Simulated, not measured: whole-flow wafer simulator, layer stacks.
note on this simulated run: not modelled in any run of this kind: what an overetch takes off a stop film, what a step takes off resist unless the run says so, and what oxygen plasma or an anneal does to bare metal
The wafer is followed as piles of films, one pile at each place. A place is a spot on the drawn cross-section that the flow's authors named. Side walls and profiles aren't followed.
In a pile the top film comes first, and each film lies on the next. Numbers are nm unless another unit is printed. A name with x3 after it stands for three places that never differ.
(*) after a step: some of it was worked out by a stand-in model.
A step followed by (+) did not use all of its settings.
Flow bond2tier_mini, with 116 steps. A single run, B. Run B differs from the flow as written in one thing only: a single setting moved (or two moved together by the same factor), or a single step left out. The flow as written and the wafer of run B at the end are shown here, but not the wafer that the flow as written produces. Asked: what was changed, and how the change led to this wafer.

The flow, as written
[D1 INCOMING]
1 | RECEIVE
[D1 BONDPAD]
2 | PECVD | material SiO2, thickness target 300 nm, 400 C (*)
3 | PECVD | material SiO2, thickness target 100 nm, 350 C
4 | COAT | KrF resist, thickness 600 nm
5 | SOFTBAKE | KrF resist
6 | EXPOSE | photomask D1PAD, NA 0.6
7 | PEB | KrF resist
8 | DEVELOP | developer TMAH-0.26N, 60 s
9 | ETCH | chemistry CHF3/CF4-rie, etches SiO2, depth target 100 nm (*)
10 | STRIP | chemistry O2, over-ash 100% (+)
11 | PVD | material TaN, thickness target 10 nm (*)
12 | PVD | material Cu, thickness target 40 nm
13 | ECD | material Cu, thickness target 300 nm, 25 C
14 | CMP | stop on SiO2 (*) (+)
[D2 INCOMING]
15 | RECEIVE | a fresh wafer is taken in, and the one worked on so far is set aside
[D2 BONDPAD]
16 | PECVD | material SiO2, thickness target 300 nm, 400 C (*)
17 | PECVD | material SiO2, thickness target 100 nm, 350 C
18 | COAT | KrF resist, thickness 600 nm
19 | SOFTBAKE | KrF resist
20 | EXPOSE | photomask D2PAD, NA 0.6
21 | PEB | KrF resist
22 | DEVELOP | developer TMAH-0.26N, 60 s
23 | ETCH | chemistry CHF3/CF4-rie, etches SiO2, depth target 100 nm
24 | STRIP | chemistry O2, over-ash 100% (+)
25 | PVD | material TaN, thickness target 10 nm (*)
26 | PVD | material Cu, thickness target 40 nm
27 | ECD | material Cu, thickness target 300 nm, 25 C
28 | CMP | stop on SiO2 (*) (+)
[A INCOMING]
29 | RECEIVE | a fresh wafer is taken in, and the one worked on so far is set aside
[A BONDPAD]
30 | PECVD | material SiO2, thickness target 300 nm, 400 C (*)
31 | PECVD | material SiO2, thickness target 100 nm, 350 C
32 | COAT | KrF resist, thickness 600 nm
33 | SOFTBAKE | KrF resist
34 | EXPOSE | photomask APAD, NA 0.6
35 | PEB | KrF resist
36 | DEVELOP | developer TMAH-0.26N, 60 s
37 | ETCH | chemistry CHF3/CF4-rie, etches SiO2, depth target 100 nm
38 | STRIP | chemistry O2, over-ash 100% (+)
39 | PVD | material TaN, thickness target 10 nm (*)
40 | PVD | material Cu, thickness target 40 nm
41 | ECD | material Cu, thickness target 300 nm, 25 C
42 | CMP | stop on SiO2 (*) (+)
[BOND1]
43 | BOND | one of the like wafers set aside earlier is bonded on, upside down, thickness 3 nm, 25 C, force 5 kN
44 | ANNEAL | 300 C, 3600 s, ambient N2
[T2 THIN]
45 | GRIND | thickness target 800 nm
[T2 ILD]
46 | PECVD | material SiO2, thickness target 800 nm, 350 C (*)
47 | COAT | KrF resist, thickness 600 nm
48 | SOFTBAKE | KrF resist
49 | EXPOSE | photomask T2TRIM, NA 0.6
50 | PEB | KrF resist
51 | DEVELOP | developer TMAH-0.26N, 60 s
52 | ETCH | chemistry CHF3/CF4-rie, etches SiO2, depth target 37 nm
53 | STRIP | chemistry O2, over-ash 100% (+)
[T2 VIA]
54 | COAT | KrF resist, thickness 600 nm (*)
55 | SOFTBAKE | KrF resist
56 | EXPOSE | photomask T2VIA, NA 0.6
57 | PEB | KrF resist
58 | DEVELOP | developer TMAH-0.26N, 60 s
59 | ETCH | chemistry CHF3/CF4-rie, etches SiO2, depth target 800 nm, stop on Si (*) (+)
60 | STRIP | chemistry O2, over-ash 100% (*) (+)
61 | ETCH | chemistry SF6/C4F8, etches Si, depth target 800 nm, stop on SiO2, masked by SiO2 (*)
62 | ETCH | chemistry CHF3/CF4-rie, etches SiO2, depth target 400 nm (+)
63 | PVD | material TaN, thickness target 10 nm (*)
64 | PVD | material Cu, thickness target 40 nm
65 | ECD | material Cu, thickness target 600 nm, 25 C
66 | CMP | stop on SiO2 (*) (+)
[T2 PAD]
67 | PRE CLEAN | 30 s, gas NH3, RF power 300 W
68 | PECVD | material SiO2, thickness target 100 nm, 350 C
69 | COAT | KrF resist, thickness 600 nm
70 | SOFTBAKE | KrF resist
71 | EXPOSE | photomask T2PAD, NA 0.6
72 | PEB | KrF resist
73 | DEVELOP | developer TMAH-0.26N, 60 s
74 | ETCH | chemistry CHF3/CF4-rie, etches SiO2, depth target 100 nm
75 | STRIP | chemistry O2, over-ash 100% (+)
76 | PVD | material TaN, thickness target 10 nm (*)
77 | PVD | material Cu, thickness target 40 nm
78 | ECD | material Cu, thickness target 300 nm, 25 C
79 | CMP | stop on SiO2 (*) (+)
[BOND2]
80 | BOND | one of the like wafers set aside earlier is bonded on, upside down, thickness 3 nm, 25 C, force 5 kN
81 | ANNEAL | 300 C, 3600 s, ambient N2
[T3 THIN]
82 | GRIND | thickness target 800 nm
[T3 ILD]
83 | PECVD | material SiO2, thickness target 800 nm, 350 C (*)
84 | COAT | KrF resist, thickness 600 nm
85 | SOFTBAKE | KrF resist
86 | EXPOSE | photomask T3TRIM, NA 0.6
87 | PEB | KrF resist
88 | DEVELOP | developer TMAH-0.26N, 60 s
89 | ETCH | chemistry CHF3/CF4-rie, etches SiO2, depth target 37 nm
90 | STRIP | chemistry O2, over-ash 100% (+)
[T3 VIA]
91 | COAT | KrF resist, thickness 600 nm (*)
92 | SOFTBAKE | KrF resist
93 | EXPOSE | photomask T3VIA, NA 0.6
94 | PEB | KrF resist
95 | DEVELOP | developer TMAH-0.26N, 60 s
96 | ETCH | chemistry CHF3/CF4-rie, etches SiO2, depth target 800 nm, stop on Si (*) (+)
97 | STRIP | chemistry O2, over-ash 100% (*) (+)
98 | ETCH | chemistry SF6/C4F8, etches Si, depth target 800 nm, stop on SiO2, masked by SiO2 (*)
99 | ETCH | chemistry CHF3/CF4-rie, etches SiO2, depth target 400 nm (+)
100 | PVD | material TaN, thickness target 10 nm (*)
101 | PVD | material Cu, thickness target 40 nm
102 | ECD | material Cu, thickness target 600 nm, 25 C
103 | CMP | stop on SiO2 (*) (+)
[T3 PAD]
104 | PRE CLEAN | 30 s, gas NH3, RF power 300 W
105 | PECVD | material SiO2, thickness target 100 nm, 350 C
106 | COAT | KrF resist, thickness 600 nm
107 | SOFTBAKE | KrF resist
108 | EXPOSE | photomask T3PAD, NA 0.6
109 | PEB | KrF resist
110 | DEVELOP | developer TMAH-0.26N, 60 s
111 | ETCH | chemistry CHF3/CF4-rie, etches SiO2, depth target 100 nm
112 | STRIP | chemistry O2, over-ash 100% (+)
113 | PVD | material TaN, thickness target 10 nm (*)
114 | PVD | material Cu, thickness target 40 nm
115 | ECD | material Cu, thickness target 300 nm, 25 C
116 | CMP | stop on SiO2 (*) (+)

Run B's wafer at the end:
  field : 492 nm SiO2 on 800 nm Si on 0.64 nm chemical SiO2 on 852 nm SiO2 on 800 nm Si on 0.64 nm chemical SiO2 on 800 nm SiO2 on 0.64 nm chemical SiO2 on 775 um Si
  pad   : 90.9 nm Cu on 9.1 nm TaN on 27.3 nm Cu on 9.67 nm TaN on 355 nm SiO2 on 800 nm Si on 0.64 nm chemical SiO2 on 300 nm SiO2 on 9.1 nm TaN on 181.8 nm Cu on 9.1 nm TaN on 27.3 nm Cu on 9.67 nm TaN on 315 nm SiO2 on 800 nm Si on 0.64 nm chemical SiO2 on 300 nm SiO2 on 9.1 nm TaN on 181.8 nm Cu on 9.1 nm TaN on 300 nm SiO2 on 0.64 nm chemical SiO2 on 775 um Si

Cause: step 62, ETCH: depth target 440 nm was run, though the flow has depth target 400 nm.

The path from the change to this, step by step:
  62 | ETCH | chemistry CHF3/CF4-rie, etches SiO2, depth target 400 nm (+)
      field, pad: SiO2 loses 440 (it would be, as written: SiO2 loses 400)
